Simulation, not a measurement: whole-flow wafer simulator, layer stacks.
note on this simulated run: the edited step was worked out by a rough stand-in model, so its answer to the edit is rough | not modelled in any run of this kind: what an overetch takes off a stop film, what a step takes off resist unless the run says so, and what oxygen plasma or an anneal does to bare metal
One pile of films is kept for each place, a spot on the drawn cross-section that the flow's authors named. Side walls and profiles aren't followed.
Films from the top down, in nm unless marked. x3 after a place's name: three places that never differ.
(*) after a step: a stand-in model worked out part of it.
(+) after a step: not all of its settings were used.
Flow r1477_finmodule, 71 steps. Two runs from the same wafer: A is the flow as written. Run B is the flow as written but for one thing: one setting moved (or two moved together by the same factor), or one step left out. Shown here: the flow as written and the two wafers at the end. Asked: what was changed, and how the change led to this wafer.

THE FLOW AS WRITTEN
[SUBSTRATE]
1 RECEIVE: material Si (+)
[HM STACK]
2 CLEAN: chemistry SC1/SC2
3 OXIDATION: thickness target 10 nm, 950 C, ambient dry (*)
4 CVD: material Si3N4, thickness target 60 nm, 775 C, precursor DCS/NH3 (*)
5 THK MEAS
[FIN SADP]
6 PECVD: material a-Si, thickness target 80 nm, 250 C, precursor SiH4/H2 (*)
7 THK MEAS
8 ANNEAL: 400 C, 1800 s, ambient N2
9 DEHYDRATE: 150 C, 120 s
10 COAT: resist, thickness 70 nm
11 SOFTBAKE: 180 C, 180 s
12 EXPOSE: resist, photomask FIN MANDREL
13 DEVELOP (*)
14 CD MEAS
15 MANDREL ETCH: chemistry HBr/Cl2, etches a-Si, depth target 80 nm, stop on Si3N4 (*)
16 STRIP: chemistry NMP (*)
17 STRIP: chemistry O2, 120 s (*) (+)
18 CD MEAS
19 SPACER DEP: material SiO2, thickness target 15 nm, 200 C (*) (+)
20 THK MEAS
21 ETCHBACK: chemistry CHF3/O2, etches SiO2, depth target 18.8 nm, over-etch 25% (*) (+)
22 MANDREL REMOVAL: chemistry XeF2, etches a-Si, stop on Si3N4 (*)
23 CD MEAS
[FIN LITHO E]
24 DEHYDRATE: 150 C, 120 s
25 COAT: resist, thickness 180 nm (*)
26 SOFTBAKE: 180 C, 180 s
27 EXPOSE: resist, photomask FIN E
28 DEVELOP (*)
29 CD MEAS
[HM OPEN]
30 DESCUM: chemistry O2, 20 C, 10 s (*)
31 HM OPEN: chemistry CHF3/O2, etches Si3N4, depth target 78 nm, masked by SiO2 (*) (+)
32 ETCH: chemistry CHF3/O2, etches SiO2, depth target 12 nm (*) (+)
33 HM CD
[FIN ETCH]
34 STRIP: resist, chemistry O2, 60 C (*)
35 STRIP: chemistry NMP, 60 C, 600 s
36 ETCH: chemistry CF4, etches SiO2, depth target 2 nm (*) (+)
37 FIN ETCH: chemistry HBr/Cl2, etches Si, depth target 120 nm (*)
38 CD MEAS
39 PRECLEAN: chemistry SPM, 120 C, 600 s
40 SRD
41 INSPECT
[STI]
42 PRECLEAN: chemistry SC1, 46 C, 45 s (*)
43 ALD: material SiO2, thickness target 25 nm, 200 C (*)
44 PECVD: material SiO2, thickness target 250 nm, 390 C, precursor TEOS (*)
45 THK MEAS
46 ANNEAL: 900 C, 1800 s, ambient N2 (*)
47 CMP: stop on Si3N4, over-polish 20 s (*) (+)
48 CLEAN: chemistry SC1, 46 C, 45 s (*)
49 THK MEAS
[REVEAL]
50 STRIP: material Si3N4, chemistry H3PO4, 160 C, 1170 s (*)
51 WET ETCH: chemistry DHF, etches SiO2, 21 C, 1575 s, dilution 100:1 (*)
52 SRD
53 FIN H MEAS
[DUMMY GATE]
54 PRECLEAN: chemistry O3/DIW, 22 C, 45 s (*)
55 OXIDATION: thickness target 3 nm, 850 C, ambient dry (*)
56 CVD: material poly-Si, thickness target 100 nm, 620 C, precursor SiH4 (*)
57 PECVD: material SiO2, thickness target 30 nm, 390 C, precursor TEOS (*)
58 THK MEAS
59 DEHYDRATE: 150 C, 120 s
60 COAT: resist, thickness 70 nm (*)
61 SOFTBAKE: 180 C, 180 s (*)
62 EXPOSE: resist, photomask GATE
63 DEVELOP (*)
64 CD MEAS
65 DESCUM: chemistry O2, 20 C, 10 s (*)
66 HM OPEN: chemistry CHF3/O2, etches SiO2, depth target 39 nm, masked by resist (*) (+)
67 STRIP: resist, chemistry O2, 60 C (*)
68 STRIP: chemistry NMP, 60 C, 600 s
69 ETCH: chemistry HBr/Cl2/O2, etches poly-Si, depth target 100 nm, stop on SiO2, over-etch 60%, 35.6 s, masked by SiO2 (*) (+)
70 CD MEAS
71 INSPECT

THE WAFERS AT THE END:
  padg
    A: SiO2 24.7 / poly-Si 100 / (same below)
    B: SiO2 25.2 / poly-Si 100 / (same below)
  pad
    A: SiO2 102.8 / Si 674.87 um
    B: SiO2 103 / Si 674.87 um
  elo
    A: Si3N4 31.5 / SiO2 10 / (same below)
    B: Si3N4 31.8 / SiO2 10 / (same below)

The cause: step 69, ETCH: depth target 90 nm was run, where the flow has depth target 100 nm.

How the change led to this, step by step:
  69 ETCH: chemistry HBr/Cl2/O2, etches poly-Si, depth target 100 nm, stop on SiO2, over-etch 60%, 35.6 s, masked by SiO2 (*) (+)
      padg, elg, esg and 15 more: A SiO2 -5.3 | B SiO2 -4.77
